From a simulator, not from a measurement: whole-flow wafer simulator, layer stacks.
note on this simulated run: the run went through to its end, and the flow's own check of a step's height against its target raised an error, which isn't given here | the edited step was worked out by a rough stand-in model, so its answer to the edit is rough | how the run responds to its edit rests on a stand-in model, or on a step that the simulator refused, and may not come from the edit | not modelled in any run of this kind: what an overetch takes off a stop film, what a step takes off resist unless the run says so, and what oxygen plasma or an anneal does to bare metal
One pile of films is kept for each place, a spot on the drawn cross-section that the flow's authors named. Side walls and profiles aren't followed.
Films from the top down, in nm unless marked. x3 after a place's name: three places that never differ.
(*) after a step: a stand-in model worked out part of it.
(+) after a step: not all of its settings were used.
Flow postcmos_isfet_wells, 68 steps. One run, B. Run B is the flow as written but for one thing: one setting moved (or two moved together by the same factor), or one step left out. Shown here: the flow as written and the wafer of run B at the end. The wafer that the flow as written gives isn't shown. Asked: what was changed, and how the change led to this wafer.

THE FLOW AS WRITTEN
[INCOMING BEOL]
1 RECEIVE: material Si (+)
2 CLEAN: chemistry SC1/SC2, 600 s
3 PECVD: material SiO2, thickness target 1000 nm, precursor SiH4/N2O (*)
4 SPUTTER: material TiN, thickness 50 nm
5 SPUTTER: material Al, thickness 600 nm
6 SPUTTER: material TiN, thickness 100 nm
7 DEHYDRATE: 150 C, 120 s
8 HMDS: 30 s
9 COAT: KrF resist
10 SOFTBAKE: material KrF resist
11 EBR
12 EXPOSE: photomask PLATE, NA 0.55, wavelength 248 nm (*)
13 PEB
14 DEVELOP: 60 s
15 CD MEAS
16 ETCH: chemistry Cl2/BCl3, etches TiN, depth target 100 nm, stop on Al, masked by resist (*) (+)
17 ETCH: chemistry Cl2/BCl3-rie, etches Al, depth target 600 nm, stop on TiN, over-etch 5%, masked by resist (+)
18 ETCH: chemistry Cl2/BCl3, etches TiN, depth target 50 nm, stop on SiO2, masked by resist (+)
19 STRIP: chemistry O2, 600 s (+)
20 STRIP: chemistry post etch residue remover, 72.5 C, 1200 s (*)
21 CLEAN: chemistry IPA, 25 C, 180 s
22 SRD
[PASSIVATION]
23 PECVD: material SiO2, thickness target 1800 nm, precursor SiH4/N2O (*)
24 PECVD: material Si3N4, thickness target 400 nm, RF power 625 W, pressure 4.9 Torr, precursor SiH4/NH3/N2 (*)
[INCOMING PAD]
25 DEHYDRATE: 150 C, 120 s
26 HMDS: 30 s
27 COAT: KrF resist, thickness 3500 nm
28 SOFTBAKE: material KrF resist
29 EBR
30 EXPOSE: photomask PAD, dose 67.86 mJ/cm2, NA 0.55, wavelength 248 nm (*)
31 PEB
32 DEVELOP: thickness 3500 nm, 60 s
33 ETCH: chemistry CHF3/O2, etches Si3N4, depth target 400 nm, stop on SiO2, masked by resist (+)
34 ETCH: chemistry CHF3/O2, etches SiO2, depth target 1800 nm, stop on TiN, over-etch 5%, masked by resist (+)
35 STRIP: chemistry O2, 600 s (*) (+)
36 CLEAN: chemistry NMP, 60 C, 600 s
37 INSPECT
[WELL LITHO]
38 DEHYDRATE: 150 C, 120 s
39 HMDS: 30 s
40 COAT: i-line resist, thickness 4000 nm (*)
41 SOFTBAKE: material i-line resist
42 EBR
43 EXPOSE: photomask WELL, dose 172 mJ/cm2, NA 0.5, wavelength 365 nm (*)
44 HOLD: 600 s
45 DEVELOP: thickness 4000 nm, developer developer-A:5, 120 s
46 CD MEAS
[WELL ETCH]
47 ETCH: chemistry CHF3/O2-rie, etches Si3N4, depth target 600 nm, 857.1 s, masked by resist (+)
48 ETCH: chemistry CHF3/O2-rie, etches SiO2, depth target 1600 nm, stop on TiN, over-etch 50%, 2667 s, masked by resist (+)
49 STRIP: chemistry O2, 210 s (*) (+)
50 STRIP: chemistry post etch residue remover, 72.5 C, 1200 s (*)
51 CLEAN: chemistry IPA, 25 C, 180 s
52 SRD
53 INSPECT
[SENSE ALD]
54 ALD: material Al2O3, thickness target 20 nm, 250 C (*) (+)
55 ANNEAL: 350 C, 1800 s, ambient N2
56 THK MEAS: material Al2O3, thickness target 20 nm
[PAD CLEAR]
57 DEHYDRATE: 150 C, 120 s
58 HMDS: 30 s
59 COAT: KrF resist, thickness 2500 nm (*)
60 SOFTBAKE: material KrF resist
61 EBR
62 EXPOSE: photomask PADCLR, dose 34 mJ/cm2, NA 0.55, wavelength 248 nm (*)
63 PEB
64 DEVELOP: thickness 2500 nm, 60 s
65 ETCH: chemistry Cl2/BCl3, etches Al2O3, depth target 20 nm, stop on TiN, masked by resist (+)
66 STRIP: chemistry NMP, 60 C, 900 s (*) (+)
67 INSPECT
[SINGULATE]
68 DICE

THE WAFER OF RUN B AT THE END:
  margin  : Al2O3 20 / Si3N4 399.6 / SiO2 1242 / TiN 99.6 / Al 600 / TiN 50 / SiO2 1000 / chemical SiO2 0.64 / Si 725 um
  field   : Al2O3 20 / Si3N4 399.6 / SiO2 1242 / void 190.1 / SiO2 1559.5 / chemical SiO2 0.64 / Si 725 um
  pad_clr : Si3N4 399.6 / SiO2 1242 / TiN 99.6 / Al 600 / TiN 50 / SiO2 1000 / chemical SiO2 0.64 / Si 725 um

The cause: step 23, PECVD: thickness target 1242 nm was run, where the flow has thickness target 1800 nm.
It can be read off the wafer: margin has SiO2 1242, and step 23 as written asks for 1800 nm.

How the change led to this, step by step:
  23 PECVD: material SiO2, thickness target 1800 nm, precursor SiH4/N2O (*)
      margin, well900, well1300 x3, pad_rim, pad_clr, pad_open: SiO2 +1242 (new film) (as written it would be: SiO2 +1800 (new film))
      field: SiO2 +1242 (new film), void +190.1 (new film), SiO2 +559.5 (as written it would be: SiO2 +1800 (new film), void +189.9 (new film), SiO2 +559.7)
  34 ETCH: chemistry CHF3/O2, etches SiO2, depth target 1800 nm, stop on TiN, over-etch 5%, masked by resist (+)
      field, margin, well900, well1300 x3, pad_rim, pad_clr: KrF resist -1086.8 (as written it would be: KrF resist -1500)
      pad_open: SiO2 -1242 (all of it) (as written it would be: SiO2 -1800 (all of it))
  35 STRIP: chemistry O2, 600 s (*) (+)
      field, margin, well900, well1300 x3, pad_rim, pad_clr: KrF resist -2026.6 (all of it) (as written it would be: KrF resist -1613.3 (all of it))
  40 COAT: i-line resist, thickness 4000 nm (*)
      pad_clr: i-line resist +3433.7 (new film) (as written it would be: i-line resist +3256.8 (new film))
      pad_open: i-line resist +4603.6 (new film) (as written it would be: i-line resist +4804.7 (new film))
  41 SOFTBAKE: material i-line resist
      pad_clr: i-line resist -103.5 (as written it would be: i-line resist -156.7)
      pad_open: i-line resist +89.4 (as written it would be: i-line resist +115.3)
  48 ETCH: chemistry CHF3/O2-rie, etches SiO2, depth target 1600 nm, stop on TiN, over-etch 50%, 2667 s, masked by resist (+)
      well900, well1300 x3: SiO2 -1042 (all of it) (as written it would be: SiO2 -1600 (all of it))
  49 STRIP: chemistry O2, 210 s (*) (+)
      pad_clr: i-line resist -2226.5 (all of it) (as written it would be: i-line resist -1996.5 (all of it))
      pad_open: i-line resist -3589.3 (all of it) (as written it would be: i-line resist -3816.3 (all of it))
  59 COAT: KrF resist, thickness 2500 nm (*)
      field: KrF resist +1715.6 (new film) (as written it would be: KrF resist +1449 (new film))
      margin: KrF resist +1715.5 (new film) (as written it would be: KrF resist +1448.9 (new film))
      (and at 3 more places)
  63 PEB
      field, margin: KrF resist -12 (as written it would be: KrF resist -10.1)
      pad_rim: KrF resist -14.8 (as written it would be: KrF resist -13.9)
      (and at 2 more places)
  64 DEVELOP: thickness 2500 nm, 60 s
      pad_clr: KrF resist -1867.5 (all of it) (as written it would be: KrF resist -1676 (all of it))
      pad_open: KrF resist -2902.3 (all of it) (as written it would be: KrF resist -3045.1 (all of it))
  66 STRIP: chemistry NMP, 60 C, 900 s (*) (+)
      field: KrF resist -1664.8 (all of it) (as written it would be: KrF resist -1400.1 (all of it))
      margin: KrF resist -1664.7 (all of it) (as written it would be: KrF resist -1400.1 (all of it))
      (and at 1 more place)
